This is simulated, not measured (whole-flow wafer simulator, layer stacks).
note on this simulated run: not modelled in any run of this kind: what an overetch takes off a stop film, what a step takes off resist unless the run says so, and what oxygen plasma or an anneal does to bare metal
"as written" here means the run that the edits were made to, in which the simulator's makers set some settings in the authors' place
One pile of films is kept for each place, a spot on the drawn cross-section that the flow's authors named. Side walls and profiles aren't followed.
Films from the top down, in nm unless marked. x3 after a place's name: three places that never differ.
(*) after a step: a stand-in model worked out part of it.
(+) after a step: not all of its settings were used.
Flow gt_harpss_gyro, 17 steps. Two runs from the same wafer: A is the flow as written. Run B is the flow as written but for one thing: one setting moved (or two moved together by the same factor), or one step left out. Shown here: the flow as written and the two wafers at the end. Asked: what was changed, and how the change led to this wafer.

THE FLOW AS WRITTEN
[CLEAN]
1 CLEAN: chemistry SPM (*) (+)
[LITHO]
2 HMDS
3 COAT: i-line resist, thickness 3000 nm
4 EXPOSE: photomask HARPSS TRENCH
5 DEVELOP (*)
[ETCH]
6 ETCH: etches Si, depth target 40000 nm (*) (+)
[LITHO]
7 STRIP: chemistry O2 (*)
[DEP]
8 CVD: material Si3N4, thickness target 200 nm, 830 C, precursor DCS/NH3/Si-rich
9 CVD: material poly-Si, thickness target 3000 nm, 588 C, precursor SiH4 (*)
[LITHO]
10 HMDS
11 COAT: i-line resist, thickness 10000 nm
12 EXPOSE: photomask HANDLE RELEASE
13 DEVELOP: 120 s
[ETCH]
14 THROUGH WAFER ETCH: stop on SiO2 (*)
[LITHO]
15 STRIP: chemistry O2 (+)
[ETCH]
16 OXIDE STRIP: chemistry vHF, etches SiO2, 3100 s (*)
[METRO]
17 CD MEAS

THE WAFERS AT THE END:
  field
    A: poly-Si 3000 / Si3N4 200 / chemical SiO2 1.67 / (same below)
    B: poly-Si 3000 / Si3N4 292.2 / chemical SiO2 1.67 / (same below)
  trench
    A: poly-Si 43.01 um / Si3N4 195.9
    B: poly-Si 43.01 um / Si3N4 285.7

The cause: step 8, CVD: thickness target 292.2 nm was run, where the flow has thickness target 200 nm.
It can be read off the wafer: field has Si3N4 292.2, and step 8 as written asks for 200 nm.

How the change led to this, step by step:
  8 CVD: material Si3N4, thickness target 200 nm, 830 C, precursor DCS/NH3/Si-rich
      field: A Si3N4 +200 (new film) | B Si3N4 +292.2 (new film)
      trench: A Si3N4 +195.9 (new film) | B Si3N4 +285.7 (new film)
